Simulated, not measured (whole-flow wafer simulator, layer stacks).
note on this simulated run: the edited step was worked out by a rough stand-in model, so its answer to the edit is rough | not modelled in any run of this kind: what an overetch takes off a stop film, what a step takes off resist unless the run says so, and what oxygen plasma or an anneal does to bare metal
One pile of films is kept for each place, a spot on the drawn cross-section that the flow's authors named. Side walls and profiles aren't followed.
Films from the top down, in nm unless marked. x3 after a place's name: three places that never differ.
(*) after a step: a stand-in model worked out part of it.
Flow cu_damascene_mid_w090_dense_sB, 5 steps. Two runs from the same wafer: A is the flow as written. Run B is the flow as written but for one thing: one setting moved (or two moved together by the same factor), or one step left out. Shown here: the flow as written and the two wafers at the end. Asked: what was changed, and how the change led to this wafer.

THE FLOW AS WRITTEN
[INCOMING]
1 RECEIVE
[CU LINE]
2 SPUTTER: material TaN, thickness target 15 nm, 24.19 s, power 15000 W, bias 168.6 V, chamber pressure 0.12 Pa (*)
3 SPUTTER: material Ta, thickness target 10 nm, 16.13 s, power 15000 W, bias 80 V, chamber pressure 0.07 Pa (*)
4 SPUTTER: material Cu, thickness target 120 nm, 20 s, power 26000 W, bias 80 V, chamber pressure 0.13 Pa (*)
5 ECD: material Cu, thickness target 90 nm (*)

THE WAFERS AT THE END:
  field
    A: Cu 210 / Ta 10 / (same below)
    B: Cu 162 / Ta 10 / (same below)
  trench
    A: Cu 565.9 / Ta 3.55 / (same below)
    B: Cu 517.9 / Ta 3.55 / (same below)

The cause: step 4, SPUTTER: thickness target 72 nm was run, where the flow has thickness target 120 nm; step 4, SPUTTER: 12 s was run, where the flow has 20 s.

How the change led to this, step by step:
  4 SPUTTER: material Cu, thickness target 120 nm, 20 s, power 26000 W, bias 80 V, chamber pressure 0.13 Pa (*)
      field: A Cu +120 (new film) | B Cu +72 (new film)
      trench: A Cu +44.3 (new film) | B Cu +26.6 (new film)
  5 ECD: material Cu, thickness target 90 nm (*)
      trench: A Cu +521.6 | B Cu +491.3
